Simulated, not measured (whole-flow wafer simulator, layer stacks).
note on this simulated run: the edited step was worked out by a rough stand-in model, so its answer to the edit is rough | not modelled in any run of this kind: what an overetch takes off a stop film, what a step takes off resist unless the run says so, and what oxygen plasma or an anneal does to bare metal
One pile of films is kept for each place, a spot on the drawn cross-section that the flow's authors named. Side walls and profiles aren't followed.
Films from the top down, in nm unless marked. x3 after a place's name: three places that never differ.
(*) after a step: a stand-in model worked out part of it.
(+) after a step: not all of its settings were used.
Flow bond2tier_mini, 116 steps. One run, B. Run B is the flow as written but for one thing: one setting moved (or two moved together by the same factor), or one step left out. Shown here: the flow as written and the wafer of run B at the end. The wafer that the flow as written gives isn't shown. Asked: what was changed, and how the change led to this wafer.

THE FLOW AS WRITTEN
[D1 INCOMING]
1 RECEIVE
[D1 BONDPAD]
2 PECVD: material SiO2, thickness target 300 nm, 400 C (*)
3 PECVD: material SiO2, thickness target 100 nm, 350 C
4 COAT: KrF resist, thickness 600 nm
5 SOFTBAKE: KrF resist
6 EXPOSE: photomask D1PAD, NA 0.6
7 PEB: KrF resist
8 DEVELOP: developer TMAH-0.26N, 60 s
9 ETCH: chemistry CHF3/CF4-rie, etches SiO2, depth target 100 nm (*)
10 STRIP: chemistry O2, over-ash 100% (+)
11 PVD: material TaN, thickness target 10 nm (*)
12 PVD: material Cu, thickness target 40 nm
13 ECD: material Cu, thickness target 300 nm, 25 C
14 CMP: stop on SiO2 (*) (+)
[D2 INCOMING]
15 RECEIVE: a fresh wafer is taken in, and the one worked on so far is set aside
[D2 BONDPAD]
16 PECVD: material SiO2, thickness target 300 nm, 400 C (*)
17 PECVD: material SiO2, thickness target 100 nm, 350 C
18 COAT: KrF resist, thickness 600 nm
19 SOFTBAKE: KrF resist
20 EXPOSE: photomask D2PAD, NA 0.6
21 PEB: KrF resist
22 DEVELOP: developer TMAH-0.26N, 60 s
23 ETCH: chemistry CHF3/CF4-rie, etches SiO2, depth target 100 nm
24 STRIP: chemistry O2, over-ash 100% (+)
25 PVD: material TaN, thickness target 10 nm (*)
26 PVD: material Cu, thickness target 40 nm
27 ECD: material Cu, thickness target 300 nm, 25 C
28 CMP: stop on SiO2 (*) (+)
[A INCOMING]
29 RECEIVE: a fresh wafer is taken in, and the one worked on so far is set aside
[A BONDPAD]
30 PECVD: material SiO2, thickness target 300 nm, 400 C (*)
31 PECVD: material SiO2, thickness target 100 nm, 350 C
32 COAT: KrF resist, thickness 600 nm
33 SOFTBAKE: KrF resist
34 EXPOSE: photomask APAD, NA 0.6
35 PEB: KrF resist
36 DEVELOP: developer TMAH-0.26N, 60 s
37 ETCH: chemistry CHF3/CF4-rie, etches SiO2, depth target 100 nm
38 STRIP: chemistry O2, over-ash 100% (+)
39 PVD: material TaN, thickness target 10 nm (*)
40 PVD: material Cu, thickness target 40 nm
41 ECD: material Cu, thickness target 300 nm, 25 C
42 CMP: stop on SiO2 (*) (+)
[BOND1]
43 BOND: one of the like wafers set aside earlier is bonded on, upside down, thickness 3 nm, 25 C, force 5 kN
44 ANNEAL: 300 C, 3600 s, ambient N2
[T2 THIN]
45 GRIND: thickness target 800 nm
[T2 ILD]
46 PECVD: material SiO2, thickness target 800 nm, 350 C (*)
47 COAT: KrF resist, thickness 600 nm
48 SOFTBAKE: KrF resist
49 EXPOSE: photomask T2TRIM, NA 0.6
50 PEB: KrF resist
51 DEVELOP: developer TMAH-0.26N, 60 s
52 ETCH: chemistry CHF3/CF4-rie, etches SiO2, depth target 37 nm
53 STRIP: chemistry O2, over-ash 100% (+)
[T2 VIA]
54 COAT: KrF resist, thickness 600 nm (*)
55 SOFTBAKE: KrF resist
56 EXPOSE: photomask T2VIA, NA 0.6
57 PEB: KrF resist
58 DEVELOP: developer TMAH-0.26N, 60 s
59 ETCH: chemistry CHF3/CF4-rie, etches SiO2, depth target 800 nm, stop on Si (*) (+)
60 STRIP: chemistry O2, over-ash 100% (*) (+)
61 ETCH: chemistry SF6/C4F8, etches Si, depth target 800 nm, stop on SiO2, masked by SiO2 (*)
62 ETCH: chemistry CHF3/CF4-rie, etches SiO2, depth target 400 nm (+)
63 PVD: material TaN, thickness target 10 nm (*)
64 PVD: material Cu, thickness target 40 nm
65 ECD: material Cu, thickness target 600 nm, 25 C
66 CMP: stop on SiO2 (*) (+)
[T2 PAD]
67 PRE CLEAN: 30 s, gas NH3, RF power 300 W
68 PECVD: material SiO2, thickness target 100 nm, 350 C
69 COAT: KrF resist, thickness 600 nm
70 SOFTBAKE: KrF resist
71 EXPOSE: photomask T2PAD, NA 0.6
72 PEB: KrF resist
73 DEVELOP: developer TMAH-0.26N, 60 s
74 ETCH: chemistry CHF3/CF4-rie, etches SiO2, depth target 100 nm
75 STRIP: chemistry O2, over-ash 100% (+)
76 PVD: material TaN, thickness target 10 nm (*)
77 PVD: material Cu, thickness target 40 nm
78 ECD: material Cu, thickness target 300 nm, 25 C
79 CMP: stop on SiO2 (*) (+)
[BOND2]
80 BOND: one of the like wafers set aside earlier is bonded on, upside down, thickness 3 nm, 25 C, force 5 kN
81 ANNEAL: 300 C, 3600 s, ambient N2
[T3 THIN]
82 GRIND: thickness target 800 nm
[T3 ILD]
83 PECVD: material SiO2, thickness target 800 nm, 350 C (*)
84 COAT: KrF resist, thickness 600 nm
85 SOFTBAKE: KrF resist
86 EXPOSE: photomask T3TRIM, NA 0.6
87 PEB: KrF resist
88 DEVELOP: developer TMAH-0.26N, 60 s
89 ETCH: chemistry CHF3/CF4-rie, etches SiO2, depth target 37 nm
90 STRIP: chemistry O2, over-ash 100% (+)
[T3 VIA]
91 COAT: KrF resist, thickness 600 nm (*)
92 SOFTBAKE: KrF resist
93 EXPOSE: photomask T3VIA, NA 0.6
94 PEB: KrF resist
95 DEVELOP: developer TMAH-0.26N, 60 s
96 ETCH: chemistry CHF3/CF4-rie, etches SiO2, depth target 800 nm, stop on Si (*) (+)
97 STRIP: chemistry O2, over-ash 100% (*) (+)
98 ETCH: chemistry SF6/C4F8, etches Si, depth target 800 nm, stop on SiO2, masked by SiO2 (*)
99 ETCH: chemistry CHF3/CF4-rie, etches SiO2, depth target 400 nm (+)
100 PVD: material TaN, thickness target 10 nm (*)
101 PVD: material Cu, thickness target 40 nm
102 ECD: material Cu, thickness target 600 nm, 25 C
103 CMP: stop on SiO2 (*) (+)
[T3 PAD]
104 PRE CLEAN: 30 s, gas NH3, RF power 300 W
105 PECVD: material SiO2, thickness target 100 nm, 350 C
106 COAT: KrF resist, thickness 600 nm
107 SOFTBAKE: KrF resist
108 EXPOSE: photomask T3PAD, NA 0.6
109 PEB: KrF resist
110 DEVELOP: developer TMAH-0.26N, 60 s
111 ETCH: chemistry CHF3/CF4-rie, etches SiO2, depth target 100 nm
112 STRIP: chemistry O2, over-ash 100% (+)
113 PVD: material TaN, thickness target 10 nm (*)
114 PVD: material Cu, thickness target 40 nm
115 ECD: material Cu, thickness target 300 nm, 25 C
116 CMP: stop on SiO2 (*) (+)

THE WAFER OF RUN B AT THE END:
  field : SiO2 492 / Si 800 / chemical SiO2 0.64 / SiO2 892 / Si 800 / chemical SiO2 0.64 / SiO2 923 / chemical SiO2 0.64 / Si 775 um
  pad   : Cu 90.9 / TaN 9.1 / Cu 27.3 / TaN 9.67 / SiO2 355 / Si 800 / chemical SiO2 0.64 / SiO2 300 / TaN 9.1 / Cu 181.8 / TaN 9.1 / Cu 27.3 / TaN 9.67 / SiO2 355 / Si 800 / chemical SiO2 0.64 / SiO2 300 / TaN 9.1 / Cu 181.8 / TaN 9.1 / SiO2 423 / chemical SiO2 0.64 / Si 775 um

The cause: step 30, PECVD: thickness target 423 nm was run, where the flow has thickness target 300 nm.
It can be read off the wafer: pad has SiO2 423, and step 30 as written asks for 300 nm.

How the change led to this, step by step:
  30 PECVD: material SiO2, thickness target 300 nm, 400 C (*)
      field, pad, via: SiO2 +423 (new film) (as written it would be: SiO2 +300 (new film))
